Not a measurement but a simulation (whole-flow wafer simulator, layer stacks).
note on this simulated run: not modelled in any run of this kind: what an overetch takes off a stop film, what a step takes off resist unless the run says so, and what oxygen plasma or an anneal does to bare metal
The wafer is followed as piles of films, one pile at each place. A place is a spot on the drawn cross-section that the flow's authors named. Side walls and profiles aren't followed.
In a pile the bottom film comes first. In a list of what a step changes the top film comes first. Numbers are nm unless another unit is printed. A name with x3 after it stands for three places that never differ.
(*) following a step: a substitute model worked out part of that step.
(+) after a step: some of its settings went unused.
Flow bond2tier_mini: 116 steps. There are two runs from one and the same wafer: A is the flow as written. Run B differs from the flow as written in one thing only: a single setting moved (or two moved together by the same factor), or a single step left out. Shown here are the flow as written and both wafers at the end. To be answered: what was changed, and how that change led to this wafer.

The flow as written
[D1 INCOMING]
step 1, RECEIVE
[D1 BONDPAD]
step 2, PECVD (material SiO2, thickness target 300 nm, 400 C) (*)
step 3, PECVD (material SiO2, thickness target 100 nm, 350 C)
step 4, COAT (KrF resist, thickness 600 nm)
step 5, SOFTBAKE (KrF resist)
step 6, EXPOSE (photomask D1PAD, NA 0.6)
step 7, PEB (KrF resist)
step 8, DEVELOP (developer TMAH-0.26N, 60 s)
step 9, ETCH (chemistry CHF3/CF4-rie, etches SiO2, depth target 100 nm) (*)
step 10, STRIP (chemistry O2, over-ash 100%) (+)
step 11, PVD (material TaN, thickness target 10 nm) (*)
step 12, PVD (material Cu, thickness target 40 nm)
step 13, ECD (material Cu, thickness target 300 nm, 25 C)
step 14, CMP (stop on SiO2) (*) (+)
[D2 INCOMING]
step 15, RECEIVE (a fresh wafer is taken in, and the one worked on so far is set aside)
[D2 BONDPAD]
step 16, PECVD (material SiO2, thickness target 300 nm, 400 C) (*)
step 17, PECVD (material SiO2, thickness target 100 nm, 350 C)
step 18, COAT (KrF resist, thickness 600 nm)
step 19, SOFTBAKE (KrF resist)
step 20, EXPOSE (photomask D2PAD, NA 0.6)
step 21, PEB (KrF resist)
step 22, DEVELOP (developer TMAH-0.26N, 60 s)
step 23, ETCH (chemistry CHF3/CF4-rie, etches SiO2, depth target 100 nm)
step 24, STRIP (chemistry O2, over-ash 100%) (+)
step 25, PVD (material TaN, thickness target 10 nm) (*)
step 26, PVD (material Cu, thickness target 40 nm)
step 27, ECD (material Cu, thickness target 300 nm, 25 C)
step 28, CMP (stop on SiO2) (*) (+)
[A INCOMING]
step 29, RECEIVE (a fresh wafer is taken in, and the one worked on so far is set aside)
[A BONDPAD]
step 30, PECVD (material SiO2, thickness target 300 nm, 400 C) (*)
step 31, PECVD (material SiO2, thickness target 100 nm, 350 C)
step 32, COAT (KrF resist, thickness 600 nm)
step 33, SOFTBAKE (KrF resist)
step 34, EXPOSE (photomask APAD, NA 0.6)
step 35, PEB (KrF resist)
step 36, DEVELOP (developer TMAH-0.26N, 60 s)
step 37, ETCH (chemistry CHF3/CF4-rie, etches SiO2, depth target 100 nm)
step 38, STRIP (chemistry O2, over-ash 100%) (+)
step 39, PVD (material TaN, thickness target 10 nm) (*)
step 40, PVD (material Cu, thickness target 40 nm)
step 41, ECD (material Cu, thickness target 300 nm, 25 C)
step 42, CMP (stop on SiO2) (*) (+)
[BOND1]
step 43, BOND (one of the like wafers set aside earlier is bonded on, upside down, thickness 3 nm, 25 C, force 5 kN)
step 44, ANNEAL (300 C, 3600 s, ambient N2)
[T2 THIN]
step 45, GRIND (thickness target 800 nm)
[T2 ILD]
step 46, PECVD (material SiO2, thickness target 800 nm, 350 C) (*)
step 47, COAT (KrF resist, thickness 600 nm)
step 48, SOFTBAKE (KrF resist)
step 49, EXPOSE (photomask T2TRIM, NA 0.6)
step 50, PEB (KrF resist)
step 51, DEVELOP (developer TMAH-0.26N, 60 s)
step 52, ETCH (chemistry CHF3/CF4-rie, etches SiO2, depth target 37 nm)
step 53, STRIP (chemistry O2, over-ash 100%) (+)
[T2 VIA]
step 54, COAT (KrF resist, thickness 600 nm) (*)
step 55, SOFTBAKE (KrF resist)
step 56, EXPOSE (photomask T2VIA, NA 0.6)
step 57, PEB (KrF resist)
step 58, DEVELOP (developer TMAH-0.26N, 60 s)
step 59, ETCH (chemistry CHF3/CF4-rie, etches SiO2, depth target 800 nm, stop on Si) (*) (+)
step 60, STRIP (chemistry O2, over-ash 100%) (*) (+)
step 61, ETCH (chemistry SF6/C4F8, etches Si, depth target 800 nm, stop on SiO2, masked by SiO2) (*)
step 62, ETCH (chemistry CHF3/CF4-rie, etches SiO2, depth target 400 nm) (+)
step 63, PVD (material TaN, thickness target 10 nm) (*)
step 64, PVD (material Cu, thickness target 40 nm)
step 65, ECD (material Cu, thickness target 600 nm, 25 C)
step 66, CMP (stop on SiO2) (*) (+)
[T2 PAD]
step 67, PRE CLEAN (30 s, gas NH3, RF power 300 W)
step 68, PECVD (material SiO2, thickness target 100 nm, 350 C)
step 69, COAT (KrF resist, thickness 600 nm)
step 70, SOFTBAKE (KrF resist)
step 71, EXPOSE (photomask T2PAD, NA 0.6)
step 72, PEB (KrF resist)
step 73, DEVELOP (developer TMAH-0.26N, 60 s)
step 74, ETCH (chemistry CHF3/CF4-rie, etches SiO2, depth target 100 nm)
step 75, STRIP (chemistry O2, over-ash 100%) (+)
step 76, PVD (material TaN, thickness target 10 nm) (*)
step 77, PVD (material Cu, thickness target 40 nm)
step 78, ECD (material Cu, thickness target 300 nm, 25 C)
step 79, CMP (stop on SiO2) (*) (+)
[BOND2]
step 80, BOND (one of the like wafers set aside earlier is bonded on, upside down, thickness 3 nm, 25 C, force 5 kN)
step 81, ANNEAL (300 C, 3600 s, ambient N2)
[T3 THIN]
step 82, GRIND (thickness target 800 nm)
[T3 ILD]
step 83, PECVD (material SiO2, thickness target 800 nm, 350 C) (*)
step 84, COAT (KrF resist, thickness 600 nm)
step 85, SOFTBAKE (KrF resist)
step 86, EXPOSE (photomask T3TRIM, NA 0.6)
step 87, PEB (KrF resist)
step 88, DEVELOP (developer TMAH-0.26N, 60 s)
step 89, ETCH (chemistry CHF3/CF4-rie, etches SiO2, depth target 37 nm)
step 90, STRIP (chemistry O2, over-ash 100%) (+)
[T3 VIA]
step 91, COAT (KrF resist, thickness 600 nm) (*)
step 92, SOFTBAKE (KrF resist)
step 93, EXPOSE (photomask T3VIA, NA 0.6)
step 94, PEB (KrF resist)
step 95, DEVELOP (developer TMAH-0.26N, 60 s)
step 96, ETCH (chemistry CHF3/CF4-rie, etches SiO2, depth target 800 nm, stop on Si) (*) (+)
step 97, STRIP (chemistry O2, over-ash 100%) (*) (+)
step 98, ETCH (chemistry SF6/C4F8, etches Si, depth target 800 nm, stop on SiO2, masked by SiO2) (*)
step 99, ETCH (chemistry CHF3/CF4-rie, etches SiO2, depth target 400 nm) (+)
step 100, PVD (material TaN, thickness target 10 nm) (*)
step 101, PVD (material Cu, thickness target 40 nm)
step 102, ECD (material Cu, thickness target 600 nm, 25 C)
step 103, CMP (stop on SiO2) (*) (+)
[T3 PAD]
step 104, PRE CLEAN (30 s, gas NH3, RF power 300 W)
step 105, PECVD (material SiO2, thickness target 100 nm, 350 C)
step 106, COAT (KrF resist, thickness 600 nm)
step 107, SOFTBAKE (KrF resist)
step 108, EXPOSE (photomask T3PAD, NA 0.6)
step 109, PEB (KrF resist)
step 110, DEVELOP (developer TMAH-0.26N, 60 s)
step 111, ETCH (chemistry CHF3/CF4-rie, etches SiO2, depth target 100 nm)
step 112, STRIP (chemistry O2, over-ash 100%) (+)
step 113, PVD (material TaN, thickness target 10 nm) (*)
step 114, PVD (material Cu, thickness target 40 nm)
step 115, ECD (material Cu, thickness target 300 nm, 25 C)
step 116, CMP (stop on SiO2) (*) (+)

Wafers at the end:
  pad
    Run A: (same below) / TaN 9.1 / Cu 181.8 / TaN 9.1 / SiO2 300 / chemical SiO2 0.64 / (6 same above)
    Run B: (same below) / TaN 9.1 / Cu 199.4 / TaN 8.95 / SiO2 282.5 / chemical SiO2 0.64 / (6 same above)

What caused this: step 23, ETCH: depth target 117.5 nm was run, whereas the flow has depth target 100 nm.

How this came from the change, step by step:
  step 23, ETCH (chemistry CHF3/CF4-rie, etches SiO2, depth target 100 nm)
      pad, via: A -100 SiO2 | B -117.5 SiO2
      field: A -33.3 KrF resist | B -39.2 KrF resist
  step 27, ECD (material Cu, thickness target 300 nm, 25 C)
      pad: A +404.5 Cu | B +422.7 Cu
      via: A +400.2 Cu | B +417.8 Cu
  step 80, BOND (one of the like wafers set aside earlier is bonded on, upside down, thickness 3 nm, 25 C, force 5 kN)
      pad: A +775 um Si (new film), +0.64 chemical SiO2 (new film), +300 SiO2 (new film), +9.1 TaN (new film), +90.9 Cu | B +775 um Si (new film), +0.64 chemical SiO2 (new film), +282.5 SiO2 (new film), +8.95 TaN (new film), +108.5 Cu
